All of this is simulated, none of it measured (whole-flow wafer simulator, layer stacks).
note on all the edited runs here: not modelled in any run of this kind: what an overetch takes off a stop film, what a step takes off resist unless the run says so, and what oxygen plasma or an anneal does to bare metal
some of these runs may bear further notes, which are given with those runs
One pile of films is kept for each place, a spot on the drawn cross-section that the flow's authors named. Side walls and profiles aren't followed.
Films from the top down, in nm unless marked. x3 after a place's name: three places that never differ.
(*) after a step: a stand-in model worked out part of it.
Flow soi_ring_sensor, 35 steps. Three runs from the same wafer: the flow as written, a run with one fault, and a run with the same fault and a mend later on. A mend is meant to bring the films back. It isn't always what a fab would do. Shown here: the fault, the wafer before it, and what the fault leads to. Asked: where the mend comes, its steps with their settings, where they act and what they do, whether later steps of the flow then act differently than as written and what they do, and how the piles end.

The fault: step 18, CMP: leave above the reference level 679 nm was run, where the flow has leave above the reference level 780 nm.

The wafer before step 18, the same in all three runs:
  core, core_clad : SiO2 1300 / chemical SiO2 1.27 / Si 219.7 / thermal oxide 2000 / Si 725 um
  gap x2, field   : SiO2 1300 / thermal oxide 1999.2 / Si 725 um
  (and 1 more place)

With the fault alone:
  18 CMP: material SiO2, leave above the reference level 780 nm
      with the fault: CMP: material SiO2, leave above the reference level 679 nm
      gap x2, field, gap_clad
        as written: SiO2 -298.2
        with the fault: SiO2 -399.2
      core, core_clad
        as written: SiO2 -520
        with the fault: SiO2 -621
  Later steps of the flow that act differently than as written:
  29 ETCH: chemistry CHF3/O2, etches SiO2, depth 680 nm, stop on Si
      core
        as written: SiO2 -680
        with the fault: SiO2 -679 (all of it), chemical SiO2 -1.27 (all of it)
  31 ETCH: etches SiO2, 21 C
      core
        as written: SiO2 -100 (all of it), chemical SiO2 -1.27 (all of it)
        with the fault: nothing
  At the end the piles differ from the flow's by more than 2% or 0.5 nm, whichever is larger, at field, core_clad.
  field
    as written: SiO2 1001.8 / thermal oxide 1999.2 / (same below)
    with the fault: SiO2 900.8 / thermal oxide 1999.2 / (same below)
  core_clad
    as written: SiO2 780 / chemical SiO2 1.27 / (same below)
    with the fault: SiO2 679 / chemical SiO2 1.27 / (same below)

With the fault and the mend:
  The mend comes after step 27.
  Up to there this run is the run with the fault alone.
  27a STRIP: i-line resist, 250 C, gas O2, power 300 W (*)
      field, core_clad, gap_clad
        i-line resist -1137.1 (all of it)
  27b HDPCVD: material SiO2, thickness target 101 nm, 350 C (*) (the flow's step 17 once more, with other settings)
      core, gap x2, field, core_clad, gap_clad
        SiO2 +101
  27c HMDS: 120 C, 60 s (the flow's step 21 once more)
      changes no film at any place that is followed
  27d COAT: i-line resist, thickness 1200 nm (the flow's step 22 once more)
      core, gap x2, field, core_clad, gap_clad
        i-line resist +1200 (new film)
  27e SOFTBAKE: i-line resist (the flow's step 23 once more)
      changes no film at any place that is followed
  27f EXPOSE: photomask WINDOW, dose 101 mJ/cm2, NA 0.5, wavelength 365 nm (*) (the flow's step 24 once more)
      changes no film at any place that is followed
  27g PEB: i-line resist (the flow's step 25 once more)
      core, gap x2, field, core_clad, gap_clad
        i-line resist -62.8
  27h DEVELOP: i-line resist, thickness 1200 nm, 90 s (the flow's step 26 once more)
      core, gap x2
        i-line resist -1137.2 (all of it)
      field, core_clad, gap_clad
        i-line resist -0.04
  No later step of the flow acts differently than as written at any place that is followed.
  At the end the piles are the same as the flow's at every place that both follow.
